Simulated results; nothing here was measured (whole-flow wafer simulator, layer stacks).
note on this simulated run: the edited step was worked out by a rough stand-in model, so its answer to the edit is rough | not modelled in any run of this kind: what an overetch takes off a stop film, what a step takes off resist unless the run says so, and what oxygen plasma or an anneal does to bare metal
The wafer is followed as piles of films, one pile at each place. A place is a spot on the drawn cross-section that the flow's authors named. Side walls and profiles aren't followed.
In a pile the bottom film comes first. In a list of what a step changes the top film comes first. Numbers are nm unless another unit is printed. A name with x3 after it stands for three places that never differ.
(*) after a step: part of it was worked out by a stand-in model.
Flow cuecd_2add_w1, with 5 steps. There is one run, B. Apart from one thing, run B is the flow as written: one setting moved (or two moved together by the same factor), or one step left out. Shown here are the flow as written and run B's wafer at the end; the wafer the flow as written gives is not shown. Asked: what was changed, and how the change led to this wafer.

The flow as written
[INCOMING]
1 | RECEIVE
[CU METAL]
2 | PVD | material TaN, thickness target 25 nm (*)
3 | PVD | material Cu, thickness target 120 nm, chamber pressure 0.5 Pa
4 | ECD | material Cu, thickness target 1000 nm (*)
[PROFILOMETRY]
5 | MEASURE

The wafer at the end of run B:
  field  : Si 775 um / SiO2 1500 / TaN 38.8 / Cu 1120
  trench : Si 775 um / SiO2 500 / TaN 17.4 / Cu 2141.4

The reason: step 2, PVD: thickness target 38.8 nm was run, whereas the flow has thickness target 25 nm.
One can read it off the wafer: field has TaN 38.8, and step 2 as written asks for 25 nm.

How this came from the change, step by step:
  2 | PVD | material TaN, thickness target 25 nm (*)
      field: TaN gains 38.8 (new film) (it would be, as written: TaN gains 25 (new film))
      trench: TaN gains 17.4 (new film) (it would be, as written: TaN gains 11.2 (new film))
